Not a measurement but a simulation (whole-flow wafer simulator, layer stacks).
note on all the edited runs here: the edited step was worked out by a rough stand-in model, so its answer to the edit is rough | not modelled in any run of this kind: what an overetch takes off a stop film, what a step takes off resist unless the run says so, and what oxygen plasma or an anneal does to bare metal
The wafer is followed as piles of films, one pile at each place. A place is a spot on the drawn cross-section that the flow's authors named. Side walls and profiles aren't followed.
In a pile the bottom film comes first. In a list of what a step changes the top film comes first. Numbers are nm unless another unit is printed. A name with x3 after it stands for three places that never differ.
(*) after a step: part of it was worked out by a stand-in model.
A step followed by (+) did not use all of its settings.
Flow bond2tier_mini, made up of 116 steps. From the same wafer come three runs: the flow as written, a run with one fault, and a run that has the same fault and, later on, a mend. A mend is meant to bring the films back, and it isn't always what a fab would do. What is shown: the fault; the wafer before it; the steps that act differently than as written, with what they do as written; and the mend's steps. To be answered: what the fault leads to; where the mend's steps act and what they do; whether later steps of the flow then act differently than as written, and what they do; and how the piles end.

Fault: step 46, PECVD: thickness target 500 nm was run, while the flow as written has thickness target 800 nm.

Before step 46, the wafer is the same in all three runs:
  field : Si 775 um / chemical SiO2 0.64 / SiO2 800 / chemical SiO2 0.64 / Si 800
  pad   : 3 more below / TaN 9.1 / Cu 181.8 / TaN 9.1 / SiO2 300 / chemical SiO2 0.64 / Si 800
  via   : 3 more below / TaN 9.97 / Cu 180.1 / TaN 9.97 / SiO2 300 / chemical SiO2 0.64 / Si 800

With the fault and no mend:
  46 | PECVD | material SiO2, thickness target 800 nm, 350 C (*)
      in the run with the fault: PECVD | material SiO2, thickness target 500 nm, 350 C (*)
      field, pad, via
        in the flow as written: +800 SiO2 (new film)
        in the run with the fault: +500 SiO2 (new film)
  Later steps of the flow acting differently than as written:
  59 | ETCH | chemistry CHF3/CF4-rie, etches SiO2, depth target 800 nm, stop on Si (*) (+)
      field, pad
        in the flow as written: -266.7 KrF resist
        in the run with the fault: -231.5 KrF resist
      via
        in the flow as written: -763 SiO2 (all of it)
        in the run with the fault: -463 SiO2 (all of it)
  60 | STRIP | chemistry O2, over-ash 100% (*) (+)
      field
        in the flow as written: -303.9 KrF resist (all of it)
        in the run with the fault: -339.1 KrF resist (all of it)
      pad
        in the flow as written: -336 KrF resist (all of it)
        in the run with the fault: -371.1 KrF resist (all of it)
  By the end, the piles at field, pad depart from the flow's by more than 2% or 0.5 nm, whichever is larger.
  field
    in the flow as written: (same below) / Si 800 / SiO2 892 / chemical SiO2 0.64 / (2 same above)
    in the run with the fault: (same below) / Si 800 / SiO2 592 / chemical SiO2 0.64 / (2 same above)
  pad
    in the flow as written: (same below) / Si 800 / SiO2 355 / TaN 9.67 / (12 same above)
    in the run with the fault: (same below) / Si 800 / SiO2 55 / TaN 9.67 / (12 same above)

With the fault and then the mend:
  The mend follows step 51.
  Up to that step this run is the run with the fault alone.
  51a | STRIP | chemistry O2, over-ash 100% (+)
      field
        -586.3 KrF resist (all of it)
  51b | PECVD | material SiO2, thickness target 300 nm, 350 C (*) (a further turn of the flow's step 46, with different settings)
      field, pad, via
        +300 SiO2
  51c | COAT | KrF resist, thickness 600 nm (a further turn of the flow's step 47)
      field, pad, via
        +600 KrF resist (new film)
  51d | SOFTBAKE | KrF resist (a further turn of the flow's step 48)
      leaves every film unchanged at each place that is followed
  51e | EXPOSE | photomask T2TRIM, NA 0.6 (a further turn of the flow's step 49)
      leaves every film unchanged at each place that is followed
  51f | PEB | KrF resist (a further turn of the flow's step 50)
      leaves every film unchanged at each place that is followed
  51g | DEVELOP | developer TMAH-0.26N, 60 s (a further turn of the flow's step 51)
      pad, via
        -600 KrF resist (all of it)
      field
        -13.7 KrF resist
  None of the later steps of the flow acts differently than as written at any place that is followed.
  By the end, the piles equal the flow's at every place that both follow.
